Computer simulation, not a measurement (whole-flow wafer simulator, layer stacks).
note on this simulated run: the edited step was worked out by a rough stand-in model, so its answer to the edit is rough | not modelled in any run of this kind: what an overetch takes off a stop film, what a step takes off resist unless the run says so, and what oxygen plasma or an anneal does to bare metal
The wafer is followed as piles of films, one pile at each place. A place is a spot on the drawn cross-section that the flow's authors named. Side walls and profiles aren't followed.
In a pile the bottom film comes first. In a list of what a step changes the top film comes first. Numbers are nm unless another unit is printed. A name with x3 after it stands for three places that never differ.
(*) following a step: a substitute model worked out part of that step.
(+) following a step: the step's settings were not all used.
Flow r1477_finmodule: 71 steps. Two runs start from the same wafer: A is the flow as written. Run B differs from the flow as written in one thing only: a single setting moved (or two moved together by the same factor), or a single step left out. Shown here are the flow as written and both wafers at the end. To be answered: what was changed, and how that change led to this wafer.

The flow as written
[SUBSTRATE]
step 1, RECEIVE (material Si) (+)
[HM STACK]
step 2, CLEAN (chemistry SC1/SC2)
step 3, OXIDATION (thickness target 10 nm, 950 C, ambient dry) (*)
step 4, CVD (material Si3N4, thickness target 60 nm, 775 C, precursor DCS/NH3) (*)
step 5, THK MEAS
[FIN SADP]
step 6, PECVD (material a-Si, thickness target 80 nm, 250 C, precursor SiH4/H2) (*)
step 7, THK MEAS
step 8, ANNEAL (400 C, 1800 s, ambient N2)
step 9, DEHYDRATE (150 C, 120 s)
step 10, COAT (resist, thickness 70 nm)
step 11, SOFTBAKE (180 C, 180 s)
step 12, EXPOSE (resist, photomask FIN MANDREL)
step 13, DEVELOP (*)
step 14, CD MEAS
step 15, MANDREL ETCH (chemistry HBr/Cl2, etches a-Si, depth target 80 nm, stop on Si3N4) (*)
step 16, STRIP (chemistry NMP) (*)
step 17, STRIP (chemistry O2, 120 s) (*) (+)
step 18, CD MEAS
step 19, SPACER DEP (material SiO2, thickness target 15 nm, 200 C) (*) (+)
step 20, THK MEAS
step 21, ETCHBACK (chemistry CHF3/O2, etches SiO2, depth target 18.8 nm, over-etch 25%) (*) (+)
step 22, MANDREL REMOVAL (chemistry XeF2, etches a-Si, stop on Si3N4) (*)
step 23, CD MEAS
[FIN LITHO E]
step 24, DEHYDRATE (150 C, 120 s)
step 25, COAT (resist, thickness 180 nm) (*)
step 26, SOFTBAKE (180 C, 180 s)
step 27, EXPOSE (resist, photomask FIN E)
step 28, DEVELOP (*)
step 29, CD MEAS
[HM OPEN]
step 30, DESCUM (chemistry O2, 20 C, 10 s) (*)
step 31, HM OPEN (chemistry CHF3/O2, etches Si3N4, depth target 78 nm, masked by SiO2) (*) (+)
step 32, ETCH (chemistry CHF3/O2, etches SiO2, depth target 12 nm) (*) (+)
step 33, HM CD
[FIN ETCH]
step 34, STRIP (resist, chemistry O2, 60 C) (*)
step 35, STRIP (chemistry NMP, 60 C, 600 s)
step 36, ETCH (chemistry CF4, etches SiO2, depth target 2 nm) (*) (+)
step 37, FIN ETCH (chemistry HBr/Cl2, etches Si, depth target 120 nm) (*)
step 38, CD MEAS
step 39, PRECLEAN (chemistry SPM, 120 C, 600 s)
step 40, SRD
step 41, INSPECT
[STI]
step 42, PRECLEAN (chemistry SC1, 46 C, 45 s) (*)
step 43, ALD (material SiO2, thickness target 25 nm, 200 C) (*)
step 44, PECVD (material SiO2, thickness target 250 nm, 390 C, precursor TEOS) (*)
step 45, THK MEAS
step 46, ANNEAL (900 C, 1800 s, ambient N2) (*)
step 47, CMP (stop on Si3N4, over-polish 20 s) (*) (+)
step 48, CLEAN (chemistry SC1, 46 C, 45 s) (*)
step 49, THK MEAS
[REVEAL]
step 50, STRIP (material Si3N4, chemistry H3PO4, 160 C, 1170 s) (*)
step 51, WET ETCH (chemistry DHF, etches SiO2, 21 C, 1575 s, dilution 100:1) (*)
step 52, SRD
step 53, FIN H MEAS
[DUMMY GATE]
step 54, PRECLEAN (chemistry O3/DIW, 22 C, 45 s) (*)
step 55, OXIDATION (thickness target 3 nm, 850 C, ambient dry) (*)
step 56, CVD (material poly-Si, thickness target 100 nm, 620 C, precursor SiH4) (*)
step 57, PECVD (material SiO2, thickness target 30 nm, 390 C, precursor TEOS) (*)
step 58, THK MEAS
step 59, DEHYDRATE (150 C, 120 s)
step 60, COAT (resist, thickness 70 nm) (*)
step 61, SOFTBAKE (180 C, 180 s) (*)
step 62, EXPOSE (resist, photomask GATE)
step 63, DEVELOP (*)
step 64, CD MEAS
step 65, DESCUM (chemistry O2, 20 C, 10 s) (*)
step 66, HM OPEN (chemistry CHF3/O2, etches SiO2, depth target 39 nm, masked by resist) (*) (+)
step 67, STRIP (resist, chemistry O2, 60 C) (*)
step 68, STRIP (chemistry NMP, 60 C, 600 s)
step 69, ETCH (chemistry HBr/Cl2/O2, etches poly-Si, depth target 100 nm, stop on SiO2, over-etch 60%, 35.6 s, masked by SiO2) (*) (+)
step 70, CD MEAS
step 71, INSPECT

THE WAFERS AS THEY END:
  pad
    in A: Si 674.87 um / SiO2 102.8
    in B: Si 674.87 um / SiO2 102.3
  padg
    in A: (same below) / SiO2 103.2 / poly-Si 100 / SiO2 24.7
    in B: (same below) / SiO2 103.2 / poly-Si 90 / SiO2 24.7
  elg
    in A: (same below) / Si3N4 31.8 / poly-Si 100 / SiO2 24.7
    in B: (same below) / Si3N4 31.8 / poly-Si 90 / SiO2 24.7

Cause: step 56, CVD: thickness target 90 nm was run, while the flow as written has thickness target 100 nm.
One can read it off the wafer: padg has poly-Si 90, and step 56 as written asks for 100 nm.

Step by step, how the change led to this:
  step 56, CVD (material poly-Si, thickness target 100 nm, 620 C, precursor SiH4) (*)
      pad, padg, elg and 26 more: A poly-Si gains 100 (new film) | B poly-Si gains 90 (new film)
      s40cg, s40co: A poly-Si gains 113.9 (new film) | B poly-Si gains 103.7 (new film)
      (and at 5 other places as well)
  step 69, ETCH (chemistry HBr/Cl2/O2, etches poly-Si, depth target 100 nm, stop on SiO2, over-etch 60%, 35.6 s, masked by SiO2) (*) (+)
      pad, eso, e40so and 8 more: A chemical SiO2 loses 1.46 (all of it), poly-Si loses 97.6 (all of it), SiO2 loses 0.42 | B chemical SiO2 loses 1.46 (all of it), poly-Si loses 87.6 (all of it), SiO2 loses 0.92
      elo, e40lo, e100lo, e200lo: A chemical SiO2 loses 1.46 (all of it), poly-Si loses 97.6 (all of it), Si3N4 loses 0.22 | B chemical SiO2 loses 1.46 (all of it), poly-Si loses 87.6 (all of it), Si3N4 loses 1.13
      (and at 3 other places as well)
